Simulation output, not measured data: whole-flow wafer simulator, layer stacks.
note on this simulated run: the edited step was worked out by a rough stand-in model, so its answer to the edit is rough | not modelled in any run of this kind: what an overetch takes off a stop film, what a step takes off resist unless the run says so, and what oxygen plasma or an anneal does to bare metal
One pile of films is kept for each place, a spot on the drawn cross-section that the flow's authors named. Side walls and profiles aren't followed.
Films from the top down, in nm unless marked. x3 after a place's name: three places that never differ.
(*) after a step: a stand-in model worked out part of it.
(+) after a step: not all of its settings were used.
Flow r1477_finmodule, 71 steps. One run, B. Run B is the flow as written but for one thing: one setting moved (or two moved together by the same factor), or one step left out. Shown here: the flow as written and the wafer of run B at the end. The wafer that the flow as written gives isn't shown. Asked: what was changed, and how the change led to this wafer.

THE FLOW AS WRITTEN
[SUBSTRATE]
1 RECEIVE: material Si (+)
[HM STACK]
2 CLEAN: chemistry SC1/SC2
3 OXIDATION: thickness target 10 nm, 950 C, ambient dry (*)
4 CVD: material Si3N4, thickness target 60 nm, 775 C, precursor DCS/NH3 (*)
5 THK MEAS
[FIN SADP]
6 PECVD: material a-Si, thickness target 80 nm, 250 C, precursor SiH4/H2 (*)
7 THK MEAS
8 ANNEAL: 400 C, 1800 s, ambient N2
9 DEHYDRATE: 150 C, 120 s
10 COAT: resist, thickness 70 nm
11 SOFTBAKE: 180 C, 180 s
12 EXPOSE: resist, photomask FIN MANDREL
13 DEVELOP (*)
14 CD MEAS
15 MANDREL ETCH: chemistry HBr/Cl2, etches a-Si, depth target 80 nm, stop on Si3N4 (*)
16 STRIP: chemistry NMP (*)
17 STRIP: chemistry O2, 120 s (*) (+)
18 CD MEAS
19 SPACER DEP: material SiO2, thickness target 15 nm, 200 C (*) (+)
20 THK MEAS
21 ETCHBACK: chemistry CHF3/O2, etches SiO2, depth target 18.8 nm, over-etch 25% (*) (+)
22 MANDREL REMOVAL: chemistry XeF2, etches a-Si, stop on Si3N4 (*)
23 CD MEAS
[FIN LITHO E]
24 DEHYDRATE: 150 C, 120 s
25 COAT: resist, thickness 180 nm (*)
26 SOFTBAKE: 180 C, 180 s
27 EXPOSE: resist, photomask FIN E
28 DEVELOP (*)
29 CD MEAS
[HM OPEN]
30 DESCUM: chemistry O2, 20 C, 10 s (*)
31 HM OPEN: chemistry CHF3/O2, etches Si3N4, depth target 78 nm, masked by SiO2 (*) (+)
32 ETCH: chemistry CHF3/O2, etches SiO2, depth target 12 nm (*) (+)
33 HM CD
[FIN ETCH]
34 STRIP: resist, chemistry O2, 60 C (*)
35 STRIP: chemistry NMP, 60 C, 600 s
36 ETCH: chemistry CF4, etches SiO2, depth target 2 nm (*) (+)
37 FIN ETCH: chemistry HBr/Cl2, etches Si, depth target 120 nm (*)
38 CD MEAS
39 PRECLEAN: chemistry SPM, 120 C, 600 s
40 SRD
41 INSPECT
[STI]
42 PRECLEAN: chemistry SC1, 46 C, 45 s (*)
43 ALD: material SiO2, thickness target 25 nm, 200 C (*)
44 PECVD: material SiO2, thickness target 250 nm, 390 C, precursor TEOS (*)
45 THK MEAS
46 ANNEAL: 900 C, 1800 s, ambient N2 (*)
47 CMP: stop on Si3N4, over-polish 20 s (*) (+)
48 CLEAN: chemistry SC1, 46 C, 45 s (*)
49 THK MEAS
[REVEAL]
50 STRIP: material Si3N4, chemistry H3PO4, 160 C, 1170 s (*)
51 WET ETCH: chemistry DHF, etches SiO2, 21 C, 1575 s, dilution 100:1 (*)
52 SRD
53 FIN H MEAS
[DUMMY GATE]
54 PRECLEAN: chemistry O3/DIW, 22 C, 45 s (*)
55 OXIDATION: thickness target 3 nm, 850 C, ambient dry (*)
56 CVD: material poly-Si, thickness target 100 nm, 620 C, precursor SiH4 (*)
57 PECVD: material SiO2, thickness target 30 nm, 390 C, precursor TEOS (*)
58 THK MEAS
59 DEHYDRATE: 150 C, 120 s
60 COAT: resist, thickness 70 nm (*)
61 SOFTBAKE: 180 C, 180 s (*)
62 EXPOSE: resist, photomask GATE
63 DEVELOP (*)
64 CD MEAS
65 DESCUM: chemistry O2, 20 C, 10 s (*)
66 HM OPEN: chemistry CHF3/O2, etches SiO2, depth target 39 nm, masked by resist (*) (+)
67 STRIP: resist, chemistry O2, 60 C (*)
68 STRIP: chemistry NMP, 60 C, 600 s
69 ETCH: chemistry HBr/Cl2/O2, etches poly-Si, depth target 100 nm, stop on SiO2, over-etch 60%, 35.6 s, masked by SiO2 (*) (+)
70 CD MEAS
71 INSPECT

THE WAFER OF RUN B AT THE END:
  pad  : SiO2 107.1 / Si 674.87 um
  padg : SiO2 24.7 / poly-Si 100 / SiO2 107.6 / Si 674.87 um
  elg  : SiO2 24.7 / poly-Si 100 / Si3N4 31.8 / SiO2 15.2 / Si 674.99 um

The cause: step 3, OXIDATION: thickness target 15.2 nm was run, where the flow has thickness target 10 nm.
It can be read off the wafer: elg has SiO2 15.2, and step 3 as written asks for 10 nm.

How the change led to this, step by step:
  3 OXIDATION: thickness target 10 nm, 950 C, ambient dry (*)
      pad, padg, elg and 33 more: SiO2 +15.2 (new film), chemical SiO2 -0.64 (all of it), Si -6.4 (as written it would be: SiO2 +10 (new film), chemical SiO2 -0.64 (all of it), Si -4.12)
  31 HM OPEN: chemistry CHF3/O2, etches Si3N4, depth target 78 nm, masked by SiO2 (*) (+)
      pad, padg, esg and 13 more: Si3N4 -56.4 (all of it), SiO2 -10.8 (as written it would be: Si3N4 -56.4 (all of it), SiO2 -10 (all of it))
  32 ETCH: chemistry CHF3/O2, etches SiO2, depth target 12 nm (*) (+)
      pad, padg, e40sg and 11 more: SiO2 -4.39 (all of it), Si -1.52 (as written it would be: Si -2.4)
      esg, eso: SiO2 -4.39 (all of it), Si -1.52 (as written it would be: Si -1.77)
      (and at 6 more places)
  43 ALD: material SiO2, thickness target 25 nm, 200 C (*)
      esg: SiO2 +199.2 (new film) (as written it would be: SiO2 +194.3 (new film))
  47 CMP: stop on Si3N4, over-polish 20 s (*) (+)
      pad, padg, e40sg and 11 more: SiO2 -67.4 (as written it would be: SiO2 -71.8)
      eso: SiO2 -67.4 (as written it would be: SiO2 -72.4)
  51 WET ETCH: chemistry DHF, etches SiO2, 21 C, 1575 s, dilution 100:1 (*)
      s40sg_line, s45sg_line, s50sg_line, s40so_line, s45so_line, s50so_line: SiO2 -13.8 (all of it) (as written it would be: SiO2 -8.63 (all of it))
  56 CVD: material poly-Si, thickness target 100 nm, 620 C, precursor SiH4 (*)
      s40cg, s40co: poly-Si +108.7 (new film) (as written it would be: poly-Si +113.9 (new film))
      s45cg, s45co: poly-Si +108.2 (new film) (as written it would be: poly-Si +113.4 (new film))
      (and at 2 more places)
  60 COAT: resist, thickness 70 nm (*)
      s40sg, s40so: resist +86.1 (new film) (as written it would be: resist +91 (new film))
      s45sg, s45so: resist +86 (new film) (as written it would be: resist +91 (new film))
      (and at 2 more places)
  63 DEVELOP (*)
      s40so: resist -86.1 (all of it) (as written it would be: resist -91 (all of it))
      s45so: resist -86 (all of it) (as written it would be: resist -91 (all of it))
      (and at 1 more place)
  67 STRIP: resist, chemistry O2, 60 C (*)
      s40sg: resist -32 (all of it) (as written it would be: resist -36.9 (all of it))
      s45sg: resist -31.9 (all of it) (as written it would be: resist -36.9 (all of it))
      (and at 1 more place)
  69 ETCH: chemistry HBr/Cl2/O2, etches poly-Si, depth target 100 nm, stop on SiO2, over-etch 60%, 35.6 s, masked by SiO2 (*) (+)
      s40co: chemical SiO2 -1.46 (all of it), poly-Si -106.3 (all of it), SiO2 -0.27 (as written it would be: chemical SiO2 -1.46 (all of it), poly-Si -111.5 (all of it), SiO2 -0.24)
      s45co: chemical SiO2 -1.46 (all of it), poly-Si -105.7 (all of it), SiO2 -0.27 (as written it would be: chemical SiO2 -1.46 (all of it), poly-Si -110.9 (all of it), SiO2 -0.25)
      (and at 1 more place)
